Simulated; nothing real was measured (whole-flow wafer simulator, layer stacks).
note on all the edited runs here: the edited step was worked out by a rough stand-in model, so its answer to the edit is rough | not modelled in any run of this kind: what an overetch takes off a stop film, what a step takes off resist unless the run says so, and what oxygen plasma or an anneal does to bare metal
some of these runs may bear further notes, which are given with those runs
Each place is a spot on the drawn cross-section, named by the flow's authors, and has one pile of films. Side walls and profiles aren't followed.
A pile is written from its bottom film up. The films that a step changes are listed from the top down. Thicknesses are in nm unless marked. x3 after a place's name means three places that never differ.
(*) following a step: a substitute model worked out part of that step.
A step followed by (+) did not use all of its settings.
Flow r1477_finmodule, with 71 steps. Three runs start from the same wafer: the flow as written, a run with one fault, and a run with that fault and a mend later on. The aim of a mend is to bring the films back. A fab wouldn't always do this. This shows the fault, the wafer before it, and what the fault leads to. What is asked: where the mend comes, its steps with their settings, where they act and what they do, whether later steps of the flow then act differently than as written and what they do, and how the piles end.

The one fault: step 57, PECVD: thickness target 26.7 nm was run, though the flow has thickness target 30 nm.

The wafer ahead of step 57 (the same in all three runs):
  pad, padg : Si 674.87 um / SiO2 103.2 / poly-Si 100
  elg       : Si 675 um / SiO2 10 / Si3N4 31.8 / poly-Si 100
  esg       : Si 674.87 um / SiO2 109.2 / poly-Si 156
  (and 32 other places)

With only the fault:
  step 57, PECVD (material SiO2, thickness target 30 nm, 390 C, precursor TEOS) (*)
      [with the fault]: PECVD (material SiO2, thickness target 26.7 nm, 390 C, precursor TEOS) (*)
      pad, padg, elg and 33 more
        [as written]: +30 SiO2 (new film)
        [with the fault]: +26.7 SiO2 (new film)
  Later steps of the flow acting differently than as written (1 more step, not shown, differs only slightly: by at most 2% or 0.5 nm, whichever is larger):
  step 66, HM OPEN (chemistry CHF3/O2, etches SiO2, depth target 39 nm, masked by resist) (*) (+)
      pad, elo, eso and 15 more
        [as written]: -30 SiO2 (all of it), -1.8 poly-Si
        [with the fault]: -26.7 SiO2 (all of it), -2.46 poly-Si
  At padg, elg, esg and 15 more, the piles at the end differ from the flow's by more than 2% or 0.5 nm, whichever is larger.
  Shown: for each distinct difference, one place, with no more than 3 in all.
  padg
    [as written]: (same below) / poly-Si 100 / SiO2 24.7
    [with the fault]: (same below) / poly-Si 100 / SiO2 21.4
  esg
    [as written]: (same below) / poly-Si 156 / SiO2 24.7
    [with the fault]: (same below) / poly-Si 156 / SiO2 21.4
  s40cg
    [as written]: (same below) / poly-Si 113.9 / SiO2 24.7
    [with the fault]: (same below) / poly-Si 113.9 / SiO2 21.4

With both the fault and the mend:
  The mend stands after step 58.
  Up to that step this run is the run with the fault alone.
  step 58a, PECVD (material SiO2, thickness target 3.3 nm, 390 C, precursor TEOS) (*) (a further turn of the flow's step 57, with different settings)
      pad, padg, elg and 33 more
        +3.3 SiO2
  Every later step of the flow that is run acts as written at every place that is followed.
  By the end, the piles equal the flow's at every place that both follow.
